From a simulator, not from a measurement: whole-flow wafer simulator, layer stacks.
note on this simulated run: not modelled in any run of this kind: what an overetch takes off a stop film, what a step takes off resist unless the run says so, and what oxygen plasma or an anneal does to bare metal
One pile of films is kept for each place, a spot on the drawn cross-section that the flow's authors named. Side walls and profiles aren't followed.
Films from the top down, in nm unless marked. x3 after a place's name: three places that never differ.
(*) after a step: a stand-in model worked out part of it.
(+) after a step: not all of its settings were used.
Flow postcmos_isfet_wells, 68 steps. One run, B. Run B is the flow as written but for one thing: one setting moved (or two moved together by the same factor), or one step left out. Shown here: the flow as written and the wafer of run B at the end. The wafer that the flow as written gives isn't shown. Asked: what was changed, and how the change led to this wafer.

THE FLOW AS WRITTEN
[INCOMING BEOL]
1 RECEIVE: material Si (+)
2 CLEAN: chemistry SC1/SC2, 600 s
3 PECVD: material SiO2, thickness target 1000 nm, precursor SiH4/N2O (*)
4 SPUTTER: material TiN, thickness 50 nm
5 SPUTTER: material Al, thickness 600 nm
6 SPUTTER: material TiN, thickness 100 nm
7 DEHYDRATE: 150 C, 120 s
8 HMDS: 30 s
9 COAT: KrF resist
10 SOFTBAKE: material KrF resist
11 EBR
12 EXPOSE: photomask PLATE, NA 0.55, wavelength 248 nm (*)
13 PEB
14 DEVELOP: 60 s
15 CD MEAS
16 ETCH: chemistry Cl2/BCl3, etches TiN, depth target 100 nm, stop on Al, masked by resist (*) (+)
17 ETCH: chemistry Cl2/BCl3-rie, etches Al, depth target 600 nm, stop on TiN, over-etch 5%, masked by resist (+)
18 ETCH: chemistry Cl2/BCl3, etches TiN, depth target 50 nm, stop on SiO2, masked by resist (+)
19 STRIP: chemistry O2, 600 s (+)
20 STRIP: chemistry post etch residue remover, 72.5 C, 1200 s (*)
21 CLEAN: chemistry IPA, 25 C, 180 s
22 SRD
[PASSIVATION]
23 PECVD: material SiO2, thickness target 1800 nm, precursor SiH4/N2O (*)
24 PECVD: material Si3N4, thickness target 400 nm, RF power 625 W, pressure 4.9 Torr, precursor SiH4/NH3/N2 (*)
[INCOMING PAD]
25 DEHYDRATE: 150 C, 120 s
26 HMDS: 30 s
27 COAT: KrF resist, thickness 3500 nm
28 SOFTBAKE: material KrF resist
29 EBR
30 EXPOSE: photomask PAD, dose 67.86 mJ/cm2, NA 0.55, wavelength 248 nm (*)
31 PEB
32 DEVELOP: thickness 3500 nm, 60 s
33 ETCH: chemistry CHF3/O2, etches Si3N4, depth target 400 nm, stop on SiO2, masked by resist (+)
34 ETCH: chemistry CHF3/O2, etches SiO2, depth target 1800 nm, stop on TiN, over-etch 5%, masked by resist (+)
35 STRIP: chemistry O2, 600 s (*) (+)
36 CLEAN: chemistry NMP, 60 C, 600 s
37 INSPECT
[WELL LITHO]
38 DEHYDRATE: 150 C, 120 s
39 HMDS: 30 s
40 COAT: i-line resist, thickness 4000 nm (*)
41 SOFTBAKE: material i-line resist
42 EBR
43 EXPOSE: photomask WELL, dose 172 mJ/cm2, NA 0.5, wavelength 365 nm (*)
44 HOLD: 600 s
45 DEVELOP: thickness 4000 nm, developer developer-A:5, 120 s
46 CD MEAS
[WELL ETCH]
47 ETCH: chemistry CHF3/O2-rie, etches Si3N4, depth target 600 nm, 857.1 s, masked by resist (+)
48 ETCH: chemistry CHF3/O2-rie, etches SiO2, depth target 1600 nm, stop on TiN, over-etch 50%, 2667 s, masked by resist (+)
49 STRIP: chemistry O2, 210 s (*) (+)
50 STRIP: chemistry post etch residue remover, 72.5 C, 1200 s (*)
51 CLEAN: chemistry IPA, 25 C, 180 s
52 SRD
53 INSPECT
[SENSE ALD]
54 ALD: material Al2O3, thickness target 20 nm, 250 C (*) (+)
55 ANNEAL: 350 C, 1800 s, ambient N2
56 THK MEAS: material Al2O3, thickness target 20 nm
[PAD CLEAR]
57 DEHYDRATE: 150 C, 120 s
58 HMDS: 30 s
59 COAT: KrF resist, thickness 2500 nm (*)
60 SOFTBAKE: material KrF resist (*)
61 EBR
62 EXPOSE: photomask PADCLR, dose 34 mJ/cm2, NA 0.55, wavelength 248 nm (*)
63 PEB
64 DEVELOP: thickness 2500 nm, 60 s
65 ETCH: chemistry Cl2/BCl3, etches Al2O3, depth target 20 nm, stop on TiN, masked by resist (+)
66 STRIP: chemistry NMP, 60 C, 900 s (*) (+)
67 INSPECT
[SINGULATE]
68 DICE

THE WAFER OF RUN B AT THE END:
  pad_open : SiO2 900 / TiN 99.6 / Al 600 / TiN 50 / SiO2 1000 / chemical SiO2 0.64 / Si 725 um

The cause: step 27, COAT: thickness 1750 nm was run, where the flow has thickness 3500 nm; step 34, ETCH: depth target 900 nm was run, where the flow has depth target 1800 nm.

How the change led to this, step by step:
  27 COAT: KrF resist, thickness 3500 nm
      field, margin, well900, well1300 x3, pad_rim, pad_clr, pad_open: KrF resist +1750 (new film) (as written it would be: KrF resist +3500 (new film))
  32 DEVELOP: thickness 3500 nm, 60 s
      pad_open: KrF resist -1750 (all of it) (as written it would be: KrF resist -3500 (all of it))
  34 ETCH: chemistry CHF3/O2, etches SiO2, depth target 1800 nm, stop on TiN, over-etch 5%, masked by resist (+)
      pad_open: SiO2 -900 (as written it would be: SiO2 -1800 (all of it))
      field, margin, well900, well1300 x3, pad_rim, pad_clr: KrF resist -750 (as written it would be: KrF resist -1500)
  35 STRIP: chemistry O2, 600 s (*) (+)
      field, margin, well900, well1300 x3, pad_rim, pad_clr: KrF resist -638.4 (all of it) (as written it would be: KrF resist -1638.4 (all of it))
  40 COAT: i-line resist, thickness 4000 nm (*)
      pad_clr: i-line resist +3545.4 (new film) (as written it would be: i-line resist +3256.8 (new film))
      pad_open: i-line resist +4479.6 (new film) (as written it would be: i-line resist +4804.7 (new film))
  41 SOFTBAKE: material i-line resist
      pad_clr: i-line resist -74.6 (as written it would be: i-line resist -156.7)
      pad_open: i-line resist +72.2 (as written it would be: i-line resist +115.3)
  49 STRIP: chemistry O2, 210 s (*) (+)
      pad_clr: i-line resist -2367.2 (all of it) (as written it would be: i-line resist -1996.5 (all of it))
      pad_open: i-line resist -3448.2 (all of it) (as written it would be: i-line resist -3816.3 (all of it))
  59 COAT: KrF resist, thickness 2500 nm (*)
      pad_rim: KrF resist +2185.2 (new film) (as written it would be: KrF resist +1976.4 (new film))
      pad_clr: KrF resist +2003.4 (new film) (as written it would be: KrF resist +1691.6 (new film))
      (and at 1 more place)
  60 SOFTBAKE: material KrF resist (*)
      pad_rim: KrF resist -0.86 (as written it would be: nothing)
      pad_clr: KrF resist -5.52 (as written it would be: KrF resist -9.57)
  64 DEVELOP: thickness 2500 nm, 60 s
      pad_clr: KrF resist -1997.9 (all of it) (as written it would be: KrF resist -1682 (all of it))
      pad_open: KrF resist -2837.1 (all of it) (as written it would be: KrF resist -3067.2 (all of it))
  66 STRIP: chemistry NMP, 60 C, 900 s (*) (+)
      pad_rim: KrF resist -2145.6 (all of it) (as written it would be: KrF resist -1937.7 (all of it))
